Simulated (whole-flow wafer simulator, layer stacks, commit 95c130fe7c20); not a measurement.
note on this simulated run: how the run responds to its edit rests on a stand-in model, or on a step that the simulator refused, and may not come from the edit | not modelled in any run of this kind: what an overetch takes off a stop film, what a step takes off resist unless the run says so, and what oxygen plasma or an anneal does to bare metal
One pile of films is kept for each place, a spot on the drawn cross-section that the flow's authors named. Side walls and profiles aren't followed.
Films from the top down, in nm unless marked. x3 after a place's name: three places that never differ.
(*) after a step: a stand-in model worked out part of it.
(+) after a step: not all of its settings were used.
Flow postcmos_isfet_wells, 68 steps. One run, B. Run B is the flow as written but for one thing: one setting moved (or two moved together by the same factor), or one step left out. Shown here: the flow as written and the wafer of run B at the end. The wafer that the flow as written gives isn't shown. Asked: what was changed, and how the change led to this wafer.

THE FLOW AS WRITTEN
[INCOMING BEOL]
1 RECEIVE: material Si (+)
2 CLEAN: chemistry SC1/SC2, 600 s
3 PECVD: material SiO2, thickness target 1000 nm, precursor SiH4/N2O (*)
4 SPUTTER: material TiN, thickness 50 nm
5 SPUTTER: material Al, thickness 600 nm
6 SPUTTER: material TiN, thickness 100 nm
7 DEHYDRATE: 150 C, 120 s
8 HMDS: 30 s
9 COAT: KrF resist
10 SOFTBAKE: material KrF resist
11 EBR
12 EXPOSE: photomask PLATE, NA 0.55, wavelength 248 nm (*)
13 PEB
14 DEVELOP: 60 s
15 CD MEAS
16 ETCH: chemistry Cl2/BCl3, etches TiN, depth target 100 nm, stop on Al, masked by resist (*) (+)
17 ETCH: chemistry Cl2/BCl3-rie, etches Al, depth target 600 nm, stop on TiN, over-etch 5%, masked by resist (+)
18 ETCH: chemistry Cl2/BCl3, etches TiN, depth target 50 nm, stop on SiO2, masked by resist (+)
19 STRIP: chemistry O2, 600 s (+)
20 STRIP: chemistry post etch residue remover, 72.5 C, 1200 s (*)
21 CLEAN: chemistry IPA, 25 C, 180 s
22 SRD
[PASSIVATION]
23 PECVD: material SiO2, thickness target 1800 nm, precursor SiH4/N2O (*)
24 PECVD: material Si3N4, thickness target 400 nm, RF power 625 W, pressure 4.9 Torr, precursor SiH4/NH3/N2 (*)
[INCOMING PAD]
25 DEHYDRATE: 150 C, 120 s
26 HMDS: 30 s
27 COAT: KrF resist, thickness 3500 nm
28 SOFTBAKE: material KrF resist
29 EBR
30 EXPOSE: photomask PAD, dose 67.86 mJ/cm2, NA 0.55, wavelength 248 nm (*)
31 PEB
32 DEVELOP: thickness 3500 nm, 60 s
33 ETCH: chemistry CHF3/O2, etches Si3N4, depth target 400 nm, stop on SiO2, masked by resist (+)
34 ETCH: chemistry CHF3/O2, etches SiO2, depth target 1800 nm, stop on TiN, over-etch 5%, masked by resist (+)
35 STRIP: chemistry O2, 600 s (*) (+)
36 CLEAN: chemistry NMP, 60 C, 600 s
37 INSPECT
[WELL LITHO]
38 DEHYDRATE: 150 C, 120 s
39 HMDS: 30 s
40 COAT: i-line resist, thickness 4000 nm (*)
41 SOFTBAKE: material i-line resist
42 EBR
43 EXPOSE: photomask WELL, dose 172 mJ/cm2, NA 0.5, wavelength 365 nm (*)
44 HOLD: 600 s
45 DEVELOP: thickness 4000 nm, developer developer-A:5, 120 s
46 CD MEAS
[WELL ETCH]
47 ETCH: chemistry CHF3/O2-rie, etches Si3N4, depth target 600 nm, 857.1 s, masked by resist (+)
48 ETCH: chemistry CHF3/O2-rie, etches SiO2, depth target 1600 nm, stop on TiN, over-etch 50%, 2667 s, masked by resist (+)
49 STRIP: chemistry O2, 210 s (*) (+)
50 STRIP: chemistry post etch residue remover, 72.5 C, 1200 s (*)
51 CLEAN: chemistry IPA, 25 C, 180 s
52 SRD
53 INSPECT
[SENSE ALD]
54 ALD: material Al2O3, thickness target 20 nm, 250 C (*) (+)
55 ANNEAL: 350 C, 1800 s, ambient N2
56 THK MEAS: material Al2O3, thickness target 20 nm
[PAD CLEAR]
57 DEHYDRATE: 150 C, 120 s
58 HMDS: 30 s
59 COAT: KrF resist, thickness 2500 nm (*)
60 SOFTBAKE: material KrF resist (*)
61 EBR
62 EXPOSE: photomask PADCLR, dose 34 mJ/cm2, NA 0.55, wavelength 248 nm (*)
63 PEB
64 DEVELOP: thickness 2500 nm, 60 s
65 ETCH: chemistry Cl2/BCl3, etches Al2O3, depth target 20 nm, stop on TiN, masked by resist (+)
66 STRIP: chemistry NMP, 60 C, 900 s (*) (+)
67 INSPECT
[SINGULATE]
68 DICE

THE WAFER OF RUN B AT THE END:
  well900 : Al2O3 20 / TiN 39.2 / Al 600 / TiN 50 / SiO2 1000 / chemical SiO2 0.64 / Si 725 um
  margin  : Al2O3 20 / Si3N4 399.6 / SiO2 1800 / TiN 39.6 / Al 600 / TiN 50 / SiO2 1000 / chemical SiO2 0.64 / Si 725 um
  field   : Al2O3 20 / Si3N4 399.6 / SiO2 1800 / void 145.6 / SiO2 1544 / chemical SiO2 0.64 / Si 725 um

The cause: step 6, SPUTTER: thickness 40 nm was run, where the flow has thickness 100 nm.

How the change led to this, step by step:
  6 SPUTTER: material TiN, thickness 100 nm
      field, margin, well900 and 6 more: TiN +40 (new film) (as written it would be: TiN +100 (new film))
  16 ETCH: chemistry Cl2/BCl3, etches TiN, depth target 100 nm, stop on Al, masked by resist (*) (+)
      margin, well900, well1300, well2000, well3000, pad_rim, pad_clr, pad_open: KrF resist -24 (as written it would be: KrF resist -40)
      field: TiN -40 (all of it) (as written it would be: TiN -100 (all of it))
  19 STRIP: chemistry O2, 600 s (+)
      margin, well900, well1300, well2000, well3000, pad_rim, pad_clr, pad_open: KrF resist -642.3 (all of it) (as written it would be: KrF resist -626.3 (all of it))
  23 PECVD: material SiO2, thickness target 1800 nm, precursor SiH4/N2O (*)
      field: SiO2 +1800 (new film), void +145.6 (new film), SiO2 +544 (as written it would be: SiO2 +1800 (new film), void +189.9 (new film), SiO2 +559.7)
